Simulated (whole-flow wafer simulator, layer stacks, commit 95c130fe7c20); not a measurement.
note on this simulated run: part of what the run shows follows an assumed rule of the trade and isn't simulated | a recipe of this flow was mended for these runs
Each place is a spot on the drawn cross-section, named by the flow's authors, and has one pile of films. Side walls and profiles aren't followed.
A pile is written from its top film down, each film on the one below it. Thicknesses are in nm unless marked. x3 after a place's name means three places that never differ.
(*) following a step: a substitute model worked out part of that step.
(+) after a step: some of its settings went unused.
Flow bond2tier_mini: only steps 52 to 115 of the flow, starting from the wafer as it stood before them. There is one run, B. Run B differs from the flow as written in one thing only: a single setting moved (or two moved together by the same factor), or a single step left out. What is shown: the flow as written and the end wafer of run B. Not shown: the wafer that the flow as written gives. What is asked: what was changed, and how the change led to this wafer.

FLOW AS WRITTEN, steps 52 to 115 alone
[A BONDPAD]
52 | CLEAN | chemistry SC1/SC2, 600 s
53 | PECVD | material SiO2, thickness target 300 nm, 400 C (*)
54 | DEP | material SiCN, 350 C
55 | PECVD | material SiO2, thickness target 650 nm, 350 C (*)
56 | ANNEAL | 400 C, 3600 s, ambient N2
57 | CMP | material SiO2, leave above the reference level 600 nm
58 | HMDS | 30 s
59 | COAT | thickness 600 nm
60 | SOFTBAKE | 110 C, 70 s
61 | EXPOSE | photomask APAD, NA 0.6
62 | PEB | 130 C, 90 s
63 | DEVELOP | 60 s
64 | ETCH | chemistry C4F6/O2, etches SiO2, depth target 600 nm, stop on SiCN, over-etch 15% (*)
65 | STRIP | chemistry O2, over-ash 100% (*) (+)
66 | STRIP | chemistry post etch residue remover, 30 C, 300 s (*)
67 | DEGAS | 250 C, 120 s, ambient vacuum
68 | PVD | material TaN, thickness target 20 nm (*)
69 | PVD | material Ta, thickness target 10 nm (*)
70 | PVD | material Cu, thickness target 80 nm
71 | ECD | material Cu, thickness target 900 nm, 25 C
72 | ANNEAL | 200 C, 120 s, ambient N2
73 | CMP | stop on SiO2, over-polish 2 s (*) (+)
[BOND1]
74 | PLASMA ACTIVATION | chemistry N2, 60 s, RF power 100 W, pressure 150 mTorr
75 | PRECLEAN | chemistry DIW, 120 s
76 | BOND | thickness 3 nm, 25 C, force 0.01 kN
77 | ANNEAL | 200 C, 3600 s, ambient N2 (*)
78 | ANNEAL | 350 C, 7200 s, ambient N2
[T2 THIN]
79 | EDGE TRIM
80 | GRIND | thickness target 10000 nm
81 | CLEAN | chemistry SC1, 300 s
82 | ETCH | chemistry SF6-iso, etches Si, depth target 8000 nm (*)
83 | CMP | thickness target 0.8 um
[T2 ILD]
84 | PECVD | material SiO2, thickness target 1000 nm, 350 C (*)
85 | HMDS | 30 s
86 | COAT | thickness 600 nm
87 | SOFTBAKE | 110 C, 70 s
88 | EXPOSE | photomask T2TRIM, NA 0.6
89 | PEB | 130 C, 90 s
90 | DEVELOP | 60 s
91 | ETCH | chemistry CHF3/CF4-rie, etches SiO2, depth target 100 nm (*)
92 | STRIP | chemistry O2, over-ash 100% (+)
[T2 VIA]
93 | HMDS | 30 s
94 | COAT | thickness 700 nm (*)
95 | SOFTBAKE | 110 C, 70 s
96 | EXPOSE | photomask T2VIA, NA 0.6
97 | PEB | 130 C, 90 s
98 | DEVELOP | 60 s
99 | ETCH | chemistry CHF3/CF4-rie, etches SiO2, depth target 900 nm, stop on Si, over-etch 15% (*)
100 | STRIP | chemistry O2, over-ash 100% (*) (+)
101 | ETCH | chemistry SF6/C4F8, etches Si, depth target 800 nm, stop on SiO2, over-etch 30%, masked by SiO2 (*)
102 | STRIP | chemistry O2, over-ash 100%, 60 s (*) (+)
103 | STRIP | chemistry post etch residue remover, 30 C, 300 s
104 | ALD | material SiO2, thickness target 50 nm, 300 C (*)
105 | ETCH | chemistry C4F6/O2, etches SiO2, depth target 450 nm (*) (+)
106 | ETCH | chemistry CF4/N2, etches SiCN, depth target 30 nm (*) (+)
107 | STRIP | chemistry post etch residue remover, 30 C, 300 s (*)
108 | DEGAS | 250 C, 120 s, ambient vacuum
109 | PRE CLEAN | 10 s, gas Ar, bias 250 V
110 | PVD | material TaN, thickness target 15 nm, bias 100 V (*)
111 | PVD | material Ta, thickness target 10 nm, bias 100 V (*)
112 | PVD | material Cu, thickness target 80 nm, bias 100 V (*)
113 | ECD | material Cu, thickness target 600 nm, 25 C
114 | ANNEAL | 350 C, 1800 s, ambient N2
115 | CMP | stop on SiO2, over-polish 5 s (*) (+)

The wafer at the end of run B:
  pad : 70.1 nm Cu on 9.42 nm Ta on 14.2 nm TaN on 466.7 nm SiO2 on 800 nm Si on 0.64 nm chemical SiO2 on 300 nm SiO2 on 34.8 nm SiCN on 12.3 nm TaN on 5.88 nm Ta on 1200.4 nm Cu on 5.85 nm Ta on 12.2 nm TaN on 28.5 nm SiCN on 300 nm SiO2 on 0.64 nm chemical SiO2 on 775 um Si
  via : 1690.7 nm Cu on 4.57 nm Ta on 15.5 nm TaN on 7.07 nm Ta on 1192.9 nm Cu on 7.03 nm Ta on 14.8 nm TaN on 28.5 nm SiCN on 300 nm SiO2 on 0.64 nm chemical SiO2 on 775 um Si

The reason: step 64, ETCH: over-etch 21.2% was run, though the flow has over-etch 15%.

Step by step, how the change led to this:
  64 | ETCH | chemistry C4F6/O2, etches SiO2, depth target 600 nm, stop on SiCN, over-etch 15% (*)
      pad, via: -600 SiO2 (all of it), -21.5 SiCN (it would be, as written: -600 SiO2 (all of it), -15.2 SiCN)
      field: -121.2 thick-KrF-resist (it would be, as written: -115 thick-KrF-resist)
